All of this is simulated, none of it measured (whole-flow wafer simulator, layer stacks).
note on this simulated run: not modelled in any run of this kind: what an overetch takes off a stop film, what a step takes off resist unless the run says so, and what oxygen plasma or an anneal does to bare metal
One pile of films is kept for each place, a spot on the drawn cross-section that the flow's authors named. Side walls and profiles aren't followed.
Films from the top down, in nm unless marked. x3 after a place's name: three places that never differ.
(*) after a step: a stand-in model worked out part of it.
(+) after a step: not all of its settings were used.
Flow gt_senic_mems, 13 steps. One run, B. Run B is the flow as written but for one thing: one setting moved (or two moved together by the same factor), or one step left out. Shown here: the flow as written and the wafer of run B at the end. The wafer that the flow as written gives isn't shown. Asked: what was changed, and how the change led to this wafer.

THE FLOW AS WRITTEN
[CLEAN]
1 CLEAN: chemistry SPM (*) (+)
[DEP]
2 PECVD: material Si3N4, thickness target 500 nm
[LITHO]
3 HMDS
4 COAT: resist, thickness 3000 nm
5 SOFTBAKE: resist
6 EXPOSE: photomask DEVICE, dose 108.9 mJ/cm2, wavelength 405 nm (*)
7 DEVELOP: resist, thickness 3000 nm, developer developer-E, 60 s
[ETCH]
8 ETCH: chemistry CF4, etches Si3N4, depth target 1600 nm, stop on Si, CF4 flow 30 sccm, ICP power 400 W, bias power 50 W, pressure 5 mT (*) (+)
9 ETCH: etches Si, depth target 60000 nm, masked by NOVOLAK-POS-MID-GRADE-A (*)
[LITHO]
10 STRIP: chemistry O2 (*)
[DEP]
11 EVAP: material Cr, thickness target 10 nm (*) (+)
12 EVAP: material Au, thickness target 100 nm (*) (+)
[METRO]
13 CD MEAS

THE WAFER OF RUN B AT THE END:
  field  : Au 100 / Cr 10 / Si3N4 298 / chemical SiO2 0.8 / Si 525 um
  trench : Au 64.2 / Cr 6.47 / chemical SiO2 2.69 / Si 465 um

The cause: step 2, PECVD: thickness target 298 nm was run, where the flow has thickness target 500 nm.
It can be read off the wafer: field has Si3N4 298, and step 2 as written asks for 500 nm.

How the change led to this, step by step:
  2 PECVD: material Si3N4, thickness target 500 nm
      field, trench: Si3N4 +298 (new film) (as written it would be: Si3N4 +500 (new film))
  8 ETCH: chemistry CF4, etches Si3N4, depth target 1600 nm, stop on Si, CF4 flow 30 sccm, ICP power 400 W, bias power 50 W, pressure 5 mT (*) (+)
      field: resist -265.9 (as written it would be: resist -400.5)
      trench: Si3N4 -298 (all of it), chemical SiO2 -0.8 (all of it) (as written it would be: Si3N4 -500 (all of it), chemical SiO2 -0.8 (all of it))
  10 STRIP: chemistry O2 (*)
      field: resist -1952 (all of it) (as written it would be: resist -1817.3 (all of it))
